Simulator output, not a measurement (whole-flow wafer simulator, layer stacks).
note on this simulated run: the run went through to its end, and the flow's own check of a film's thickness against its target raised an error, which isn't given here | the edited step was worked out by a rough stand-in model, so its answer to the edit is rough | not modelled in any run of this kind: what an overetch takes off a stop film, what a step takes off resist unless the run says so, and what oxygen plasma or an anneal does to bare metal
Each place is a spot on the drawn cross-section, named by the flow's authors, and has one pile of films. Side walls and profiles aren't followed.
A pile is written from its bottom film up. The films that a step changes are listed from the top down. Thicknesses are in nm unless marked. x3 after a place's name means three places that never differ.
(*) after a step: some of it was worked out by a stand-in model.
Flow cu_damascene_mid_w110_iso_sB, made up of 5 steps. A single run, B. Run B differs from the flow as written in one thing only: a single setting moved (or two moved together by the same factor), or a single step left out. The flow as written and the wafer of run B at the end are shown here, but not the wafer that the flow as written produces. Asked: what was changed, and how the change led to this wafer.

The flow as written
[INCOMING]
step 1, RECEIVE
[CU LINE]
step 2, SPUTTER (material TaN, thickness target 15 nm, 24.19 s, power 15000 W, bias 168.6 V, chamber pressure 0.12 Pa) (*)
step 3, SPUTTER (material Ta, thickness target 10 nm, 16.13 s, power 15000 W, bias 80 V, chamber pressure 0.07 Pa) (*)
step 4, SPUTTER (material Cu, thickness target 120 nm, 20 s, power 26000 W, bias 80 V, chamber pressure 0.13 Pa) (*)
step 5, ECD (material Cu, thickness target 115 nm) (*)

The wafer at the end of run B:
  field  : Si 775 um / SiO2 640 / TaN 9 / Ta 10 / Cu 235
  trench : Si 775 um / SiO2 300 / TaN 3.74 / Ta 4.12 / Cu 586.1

Cause: step 2, SPUTTER: thickness target 9 nm was run, though the flow has thickness target 15 nm; step 2, SPUTTER: 14.51 s was run, where the flow has 24.19 s.
The wafer lets one read it off: field has TaN 9, and step 2 as written asks for 15 nm.

The path from the change to this, step by step:
  step 2, SPUTTER (material TaN, thickness target 15 nm, 24.19 s, power 15000 W, bias 168.6 V, chamber pressure 0.12 Pa) (*)
      field: TaN gains 9 (new film) (as written it would have been: TaN gains 15 (new film))
      trench: TaN gains 3.74 (new film) (as written it would have been: TaN gains 6.23 (new film))
